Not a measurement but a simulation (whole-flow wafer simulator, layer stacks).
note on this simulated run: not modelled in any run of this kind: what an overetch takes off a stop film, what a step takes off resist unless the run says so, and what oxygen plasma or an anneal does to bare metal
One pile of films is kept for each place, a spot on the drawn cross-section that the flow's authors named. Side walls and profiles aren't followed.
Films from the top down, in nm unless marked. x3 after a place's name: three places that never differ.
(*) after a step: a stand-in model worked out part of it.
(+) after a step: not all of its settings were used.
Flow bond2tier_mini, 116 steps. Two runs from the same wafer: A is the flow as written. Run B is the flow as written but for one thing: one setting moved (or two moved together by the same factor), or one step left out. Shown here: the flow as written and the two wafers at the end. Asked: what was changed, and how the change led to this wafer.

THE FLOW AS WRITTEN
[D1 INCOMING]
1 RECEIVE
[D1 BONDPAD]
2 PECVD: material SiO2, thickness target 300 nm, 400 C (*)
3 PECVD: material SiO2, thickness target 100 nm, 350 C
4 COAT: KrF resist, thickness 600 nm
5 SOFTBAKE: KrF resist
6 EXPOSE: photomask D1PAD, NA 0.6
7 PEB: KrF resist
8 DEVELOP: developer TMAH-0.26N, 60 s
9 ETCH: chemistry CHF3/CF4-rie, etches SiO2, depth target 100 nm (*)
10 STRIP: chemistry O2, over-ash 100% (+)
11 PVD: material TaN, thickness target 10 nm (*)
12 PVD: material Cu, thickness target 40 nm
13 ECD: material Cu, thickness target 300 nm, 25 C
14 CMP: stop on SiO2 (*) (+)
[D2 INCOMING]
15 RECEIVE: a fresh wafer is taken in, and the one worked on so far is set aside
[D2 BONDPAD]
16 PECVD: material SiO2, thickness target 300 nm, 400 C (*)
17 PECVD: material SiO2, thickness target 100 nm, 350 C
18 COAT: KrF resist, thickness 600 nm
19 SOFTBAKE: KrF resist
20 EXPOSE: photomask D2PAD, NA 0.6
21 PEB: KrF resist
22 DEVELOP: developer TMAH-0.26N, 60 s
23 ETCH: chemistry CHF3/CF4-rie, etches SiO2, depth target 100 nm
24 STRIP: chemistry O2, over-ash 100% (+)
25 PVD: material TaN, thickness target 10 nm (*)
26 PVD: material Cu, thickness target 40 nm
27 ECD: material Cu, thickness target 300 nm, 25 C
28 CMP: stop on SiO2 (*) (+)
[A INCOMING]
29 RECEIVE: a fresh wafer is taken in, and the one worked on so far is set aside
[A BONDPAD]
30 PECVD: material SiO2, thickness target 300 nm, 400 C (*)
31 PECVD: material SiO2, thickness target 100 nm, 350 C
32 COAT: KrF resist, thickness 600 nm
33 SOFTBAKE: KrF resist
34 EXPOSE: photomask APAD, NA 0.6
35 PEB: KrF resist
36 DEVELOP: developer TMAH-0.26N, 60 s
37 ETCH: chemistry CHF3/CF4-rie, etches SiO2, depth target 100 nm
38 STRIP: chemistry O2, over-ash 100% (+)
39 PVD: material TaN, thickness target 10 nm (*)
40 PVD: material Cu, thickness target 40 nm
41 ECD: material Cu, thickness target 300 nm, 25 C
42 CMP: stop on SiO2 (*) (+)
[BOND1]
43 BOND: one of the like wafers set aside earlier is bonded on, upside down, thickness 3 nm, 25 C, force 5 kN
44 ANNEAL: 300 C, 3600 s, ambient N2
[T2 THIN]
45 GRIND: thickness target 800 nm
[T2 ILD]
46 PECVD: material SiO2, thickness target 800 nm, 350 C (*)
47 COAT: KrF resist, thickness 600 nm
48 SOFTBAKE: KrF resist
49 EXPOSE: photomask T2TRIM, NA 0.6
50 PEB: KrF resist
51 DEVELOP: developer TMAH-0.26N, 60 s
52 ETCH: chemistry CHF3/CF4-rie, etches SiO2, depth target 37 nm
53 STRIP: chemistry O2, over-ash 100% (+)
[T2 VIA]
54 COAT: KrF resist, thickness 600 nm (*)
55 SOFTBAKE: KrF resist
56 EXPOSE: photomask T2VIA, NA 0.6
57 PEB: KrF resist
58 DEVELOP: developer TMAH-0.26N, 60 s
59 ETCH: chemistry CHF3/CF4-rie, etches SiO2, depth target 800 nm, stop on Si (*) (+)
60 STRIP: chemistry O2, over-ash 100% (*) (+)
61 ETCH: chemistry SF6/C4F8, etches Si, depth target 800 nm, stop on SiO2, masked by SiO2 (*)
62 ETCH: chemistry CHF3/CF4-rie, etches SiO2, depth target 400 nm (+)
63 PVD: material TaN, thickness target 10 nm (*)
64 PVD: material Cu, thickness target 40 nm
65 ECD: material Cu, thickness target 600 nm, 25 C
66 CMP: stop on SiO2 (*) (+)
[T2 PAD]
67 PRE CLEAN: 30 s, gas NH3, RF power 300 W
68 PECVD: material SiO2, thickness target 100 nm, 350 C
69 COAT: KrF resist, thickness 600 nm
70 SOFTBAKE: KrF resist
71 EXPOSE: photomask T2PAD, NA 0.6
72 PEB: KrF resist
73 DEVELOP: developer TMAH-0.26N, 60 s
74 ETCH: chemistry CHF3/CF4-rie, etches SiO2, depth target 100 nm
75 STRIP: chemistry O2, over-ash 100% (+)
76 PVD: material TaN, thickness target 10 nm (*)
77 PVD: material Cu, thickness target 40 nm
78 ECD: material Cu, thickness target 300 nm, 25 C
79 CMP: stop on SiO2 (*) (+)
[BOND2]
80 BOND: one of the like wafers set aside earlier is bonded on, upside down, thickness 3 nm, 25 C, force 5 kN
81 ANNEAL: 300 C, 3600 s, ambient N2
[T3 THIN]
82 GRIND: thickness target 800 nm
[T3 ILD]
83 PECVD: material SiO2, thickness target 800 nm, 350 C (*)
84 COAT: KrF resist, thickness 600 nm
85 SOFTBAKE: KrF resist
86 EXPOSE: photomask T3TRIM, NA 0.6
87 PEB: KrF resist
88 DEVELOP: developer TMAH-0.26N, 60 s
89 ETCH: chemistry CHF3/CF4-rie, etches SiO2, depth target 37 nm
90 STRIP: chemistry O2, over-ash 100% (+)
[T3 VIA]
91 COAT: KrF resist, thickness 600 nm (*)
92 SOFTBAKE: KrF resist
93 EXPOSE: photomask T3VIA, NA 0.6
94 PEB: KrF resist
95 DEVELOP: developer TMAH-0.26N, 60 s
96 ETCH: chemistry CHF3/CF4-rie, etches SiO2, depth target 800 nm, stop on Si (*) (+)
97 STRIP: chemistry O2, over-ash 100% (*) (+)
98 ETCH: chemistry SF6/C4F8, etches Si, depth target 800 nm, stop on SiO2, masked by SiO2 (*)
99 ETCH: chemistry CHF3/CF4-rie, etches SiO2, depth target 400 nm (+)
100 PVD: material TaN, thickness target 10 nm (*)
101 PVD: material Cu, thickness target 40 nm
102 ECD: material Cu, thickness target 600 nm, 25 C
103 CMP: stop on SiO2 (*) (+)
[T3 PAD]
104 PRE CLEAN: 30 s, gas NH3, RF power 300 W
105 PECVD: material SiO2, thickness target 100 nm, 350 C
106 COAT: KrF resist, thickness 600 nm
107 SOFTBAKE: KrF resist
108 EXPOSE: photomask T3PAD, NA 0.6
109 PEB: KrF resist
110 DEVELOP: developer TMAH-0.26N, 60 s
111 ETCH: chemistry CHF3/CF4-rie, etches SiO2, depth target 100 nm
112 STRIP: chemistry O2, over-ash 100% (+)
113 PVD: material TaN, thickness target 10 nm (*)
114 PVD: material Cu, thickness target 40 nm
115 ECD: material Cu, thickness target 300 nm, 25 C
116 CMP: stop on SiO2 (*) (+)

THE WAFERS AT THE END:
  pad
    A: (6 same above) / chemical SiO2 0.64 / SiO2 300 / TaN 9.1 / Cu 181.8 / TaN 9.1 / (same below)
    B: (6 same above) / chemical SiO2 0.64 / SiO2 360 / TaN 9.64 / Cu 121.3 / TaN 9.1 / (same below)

The cause: step 23, ETCH: depth target 40 nm was run, where the flow has depth target 100 nm.

How the change led to this, step by step:
  23 ETCH: chemistry CHF3/CF4-rie, etches SiO2, depth target 100 nm
      pad, via: A SiO2 -100 | B SiO2 -40
      field: A KrF resist -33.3 | B KrF resist -13.3
  24 STRIP: chemistry O2, over-ash 100% (+)
      field: A KrF resist -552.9 (all of it) | B KrF resist -572.9 (all of it)
  25 PVD: material TaN, thickness target 10 nm (*)
      pad: A TaN +9.1 (new film) | B TaN +9.64 (new film)
  26 PVD: material Cu, thickness target 40 nm
      pad: A Cu +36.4 (new film) | B Cu +38.5 (new film)
  27 ECD: material Cu, thickness target 300 nm, 25 C
      pad: A Cu +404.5 | B Cu +341.8
      via: A Cu +400.2 | B Cu +340
  80 BOND: one of the like wafers set aside earlier is bonded on, upside down, thickness 3 nm, 25 C, force 5 kN
      pad: A Si +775 um (new film), chemical SiO2 +0.64 (new film), SiO2 +300 (new film), TaN +9.1 (new film), Cu +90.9 | B Si +775 um (new film), chemical SiO2 +0.64 (new film), SiO2 +360 (new film), TaN +9.64 (new film), Cu +30.4
